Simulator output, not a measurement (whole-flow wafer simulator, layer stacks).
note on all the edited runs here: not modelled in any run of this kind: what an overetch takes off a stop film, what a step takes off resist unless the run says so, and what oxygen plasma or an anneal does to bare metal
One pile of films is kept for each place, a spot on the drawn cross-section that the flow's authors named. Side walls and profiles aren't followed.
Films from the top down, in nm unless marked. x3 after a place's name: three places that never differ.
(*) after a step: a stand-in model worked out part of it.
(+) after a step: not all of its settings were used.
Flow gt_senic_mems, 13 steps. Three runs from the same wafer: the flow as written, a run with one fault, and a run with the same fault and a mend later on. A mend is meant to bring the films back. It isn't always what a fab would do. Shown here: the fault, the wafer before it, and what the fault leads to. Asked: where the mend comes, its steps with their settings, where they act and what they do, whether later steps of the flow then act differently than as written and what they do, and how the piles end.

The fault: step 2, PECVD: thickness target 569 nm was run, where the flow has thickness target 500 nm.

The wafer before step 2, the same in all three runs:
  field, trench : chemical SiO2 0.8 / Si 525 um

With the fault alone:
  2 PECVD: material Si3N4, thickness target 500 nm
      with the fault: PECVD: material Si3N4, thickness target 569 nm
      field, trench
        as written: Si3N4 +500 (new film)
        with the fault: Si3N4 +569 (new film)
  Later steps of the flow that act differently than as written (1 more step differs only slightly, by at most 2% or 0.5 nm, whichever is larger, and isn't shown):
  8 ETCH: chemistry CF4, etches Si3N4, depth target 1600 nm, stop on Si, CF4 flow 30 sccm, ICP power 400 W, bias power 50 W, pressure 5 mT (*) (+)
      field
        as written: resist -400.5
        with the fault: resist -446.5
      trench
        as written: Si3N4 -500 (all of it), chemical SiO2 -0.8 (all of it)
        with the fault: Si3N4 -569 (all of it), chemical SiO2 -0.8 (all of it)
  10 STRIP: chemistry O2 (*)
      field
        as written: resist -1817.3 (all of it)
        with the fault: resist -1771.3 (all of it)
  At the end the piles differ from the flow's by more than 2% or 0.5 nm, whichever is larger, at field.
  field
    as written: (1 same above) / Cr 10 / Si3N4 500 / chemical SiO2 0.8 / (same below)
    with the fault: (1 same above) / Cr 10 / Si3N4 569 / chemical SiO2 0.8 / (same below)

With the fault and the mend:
  The mend comes after step 2.
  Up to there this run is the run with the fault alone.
  2a ETCH: chemistry h3po4, depth target 69 nm
      field, trench
        Si3N4 -69
  No later step of the flow acts differently than as written at any place that is followed.
  At the end the piles are the same as the flow's at every place that both follow.
